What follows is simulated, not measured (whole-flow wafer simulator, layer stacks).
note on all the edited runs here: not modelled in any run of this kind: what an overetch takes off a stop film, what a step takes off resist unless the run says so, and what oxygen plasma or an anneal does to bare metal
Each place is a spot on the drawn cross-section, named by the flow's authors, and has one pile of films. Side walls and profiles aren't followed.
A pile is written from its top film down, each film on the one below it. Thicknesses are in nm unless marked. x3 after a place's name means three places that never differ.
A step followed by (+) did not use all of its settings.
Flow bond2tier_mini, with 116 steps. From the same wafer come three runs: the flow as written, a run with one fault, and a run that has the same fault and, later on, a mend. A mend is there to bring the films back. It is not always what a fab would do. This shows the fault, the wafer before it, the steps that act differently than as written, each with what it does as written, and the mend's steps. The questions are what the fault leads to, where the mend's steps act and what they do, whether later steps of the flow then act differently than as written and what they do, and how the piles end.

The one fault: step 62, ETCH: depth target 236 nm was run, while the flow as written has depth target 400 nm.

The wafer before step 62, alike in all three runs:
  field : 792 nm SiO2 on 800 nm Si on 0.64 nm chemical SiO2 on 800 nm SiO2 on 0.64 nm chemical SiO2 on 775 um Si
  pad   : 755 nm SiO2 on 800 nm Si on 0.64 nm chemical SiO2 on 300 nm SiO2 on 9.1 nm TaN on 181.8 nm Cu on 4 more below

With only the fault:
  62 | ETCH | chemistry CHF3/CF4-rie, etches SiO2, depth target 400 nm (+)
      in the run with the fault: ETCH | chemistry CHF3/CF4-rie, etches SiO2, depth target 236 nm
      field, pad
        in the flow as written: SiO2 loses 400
        in the run with the fault: SiO2 loses 236
  Every later step of the flow that is run acts as written at every place that is followed.
  By the end, the piles at field, pad depart from the flow's by more than 2% or 0.5 nm, whichever is larger.
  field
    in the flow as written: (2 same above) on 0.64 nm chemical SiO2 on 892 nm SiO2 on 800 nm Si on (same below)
    in the run with the fault: (2 same above) on 0.64 nm chemical SiO2 on 1056 nm SiO2 on 800 nm Si on (same below)
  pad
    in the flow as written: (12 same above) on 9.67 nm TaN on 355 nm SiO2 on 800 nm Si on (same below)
    in the run with the fault: (12 same above) on 9.67 nm TaN on 519 nm SiO2 on 800 nm Si on (same below)

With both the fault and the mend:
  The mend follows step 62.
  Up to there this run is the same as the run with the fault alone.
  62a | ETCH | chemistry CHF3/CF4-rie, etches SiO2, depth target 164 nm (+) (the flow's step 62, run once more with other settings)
      field, pad
        SiO2 loses 164
  Every later step of the flow that is run acts as written at every place that is followed.
  By the end, the piles equal the flow's at every place that both follow.
